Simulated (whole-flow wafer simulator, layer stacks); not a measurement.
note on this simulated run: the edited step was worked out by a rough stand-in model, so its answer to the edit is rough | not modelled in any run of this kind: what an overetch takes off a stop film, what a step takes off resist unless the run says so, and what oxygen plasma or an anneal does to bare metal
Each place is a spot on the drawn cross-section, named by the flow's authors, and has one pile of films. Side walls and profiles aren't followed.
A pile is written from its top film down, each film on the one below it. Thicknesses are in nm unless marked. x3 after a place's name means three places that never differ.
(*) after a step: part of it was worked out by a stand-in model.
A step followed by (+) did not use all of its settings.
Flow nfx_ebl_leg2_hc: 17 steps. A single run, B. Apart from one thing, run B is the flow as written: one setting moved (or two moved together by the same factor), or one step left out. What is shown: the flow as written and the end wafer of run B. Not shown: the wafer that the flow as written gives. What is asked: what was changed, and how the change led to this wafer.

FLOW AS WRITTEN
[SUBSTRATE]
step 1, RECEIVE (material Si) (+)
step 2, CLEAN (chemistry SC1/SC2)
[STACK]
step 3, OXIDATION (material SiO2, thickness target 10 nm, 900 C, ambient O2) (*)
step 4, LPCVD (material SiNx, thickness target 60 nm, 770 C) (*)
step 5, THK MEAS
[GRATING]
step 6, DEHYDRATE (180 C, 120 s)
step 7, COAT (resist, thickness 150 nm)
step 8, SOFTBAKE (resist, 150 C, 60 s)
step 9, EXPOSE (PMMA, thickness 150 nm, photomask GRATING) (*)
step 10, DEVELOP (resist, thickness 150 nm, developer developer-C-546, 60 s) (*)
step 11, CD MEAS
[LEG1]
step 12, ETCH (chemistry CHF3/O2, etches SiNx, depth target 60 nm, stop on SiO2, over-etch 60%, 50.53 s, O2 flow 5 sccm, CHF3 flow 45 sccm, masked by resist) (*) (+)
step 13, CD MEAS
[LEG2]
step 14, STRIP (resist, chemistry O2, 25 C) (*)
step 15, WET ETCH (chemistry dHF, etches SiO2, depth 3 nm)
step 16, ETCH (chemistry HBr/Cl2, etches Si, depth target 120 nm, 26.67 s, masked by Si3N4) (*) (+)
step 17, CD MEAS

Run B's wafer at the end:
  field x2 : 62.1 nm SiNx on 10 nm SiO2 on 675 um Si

What caused this: step 4, LPCVD: thickness target 73.5 nm was run, though the flow has thickness target 60 nm.

The path from the change to this, step by step:
  step 4, LPCVD (material SiNx, thickness target 60 nm, 770 C) (*)
      field x2, pad x2: +73.5 SiNx (new film) (in the flow as written it would be: +60 SiNx (new film))
  step 12, ETCH (chemistry CHF3/O2, etches SiNx, depth target 60 nm, stop on SiO2, over-etch 60%, 50.53 s, O2 flow 5 sccm, CHF3 flow 45 sccm, masked by resist) (*) (+)
      pad x2: -73.5 SiNx (all of it), -10 SiO2 (all of it) (in the flow as written it would be: -60 SiNx (all of it), -10 SiO2 (all of it))
